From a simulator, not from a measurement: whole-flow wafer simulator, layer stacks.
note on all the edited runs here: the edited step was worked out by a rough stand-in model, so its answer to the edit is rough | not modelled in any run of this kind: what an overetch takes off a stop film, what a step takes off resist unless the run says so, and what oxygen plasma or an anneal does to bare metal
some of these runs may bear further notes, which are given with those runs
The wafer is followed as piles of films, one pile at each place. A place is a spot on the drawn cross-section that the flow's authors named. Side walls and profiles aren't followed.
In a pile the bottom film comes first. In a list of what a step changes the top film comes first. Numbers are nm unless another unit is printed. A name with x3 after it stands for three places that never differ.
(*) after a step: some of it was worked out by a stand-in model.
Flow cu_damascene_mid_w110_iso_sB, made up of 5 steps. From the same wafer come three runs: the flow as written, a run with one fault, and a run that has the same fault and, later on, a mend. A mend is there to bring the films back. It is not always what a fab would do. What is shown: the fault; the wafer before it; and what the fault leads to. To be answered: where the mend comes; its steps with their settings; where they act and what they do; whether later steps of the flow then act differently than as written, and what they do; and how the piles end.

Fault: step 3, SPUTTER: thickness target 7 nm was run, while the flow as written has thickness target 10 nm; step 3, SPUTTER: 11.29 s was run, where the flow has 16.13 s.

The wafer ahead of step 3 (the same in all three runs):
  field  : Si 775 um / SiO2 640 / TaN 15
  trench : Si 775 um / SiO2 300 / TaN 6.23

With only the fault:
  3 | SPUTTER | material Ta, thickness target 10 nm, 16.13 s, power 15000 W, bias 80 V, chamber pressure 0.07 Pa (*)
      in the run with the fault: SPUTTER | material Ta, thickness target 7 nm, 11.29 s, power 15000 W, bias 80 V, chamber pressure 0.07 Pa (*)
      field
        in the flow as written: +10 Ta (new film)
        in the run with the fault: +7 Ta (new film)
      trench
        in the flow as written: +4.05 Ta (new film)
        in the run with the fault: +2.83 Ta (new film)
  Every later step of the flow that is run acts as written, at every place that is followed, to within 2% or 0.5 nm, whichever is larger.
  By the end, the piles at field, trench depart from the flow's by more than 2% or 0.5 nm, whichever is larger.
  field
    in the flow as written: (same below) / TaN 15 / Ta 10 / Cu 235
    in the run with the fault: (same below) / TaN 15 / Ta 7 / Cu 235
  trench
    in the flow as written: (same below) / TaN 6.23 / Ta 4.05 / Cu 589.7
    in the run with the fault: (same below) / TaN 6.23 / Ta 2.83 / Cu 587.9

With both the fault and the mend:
  The mend follows step 3.
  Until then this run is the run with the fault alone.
  3a | SPUTTER | material Ta, thickness target 3 nm, 4.839 s, power 15000 W, bias 80 V, chamber pressure 0.07 Pa (*) (the flow's step 3 again, with other settings)
      field
        +3 Ta
      trench
        +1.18 Ta
  Every later step of the flow that is run acts as written at every place that is followed.
  At the end the piles are close to the flow's at the places that both follow, differing by at most 2% or 0.5 nm, whichever is larger.
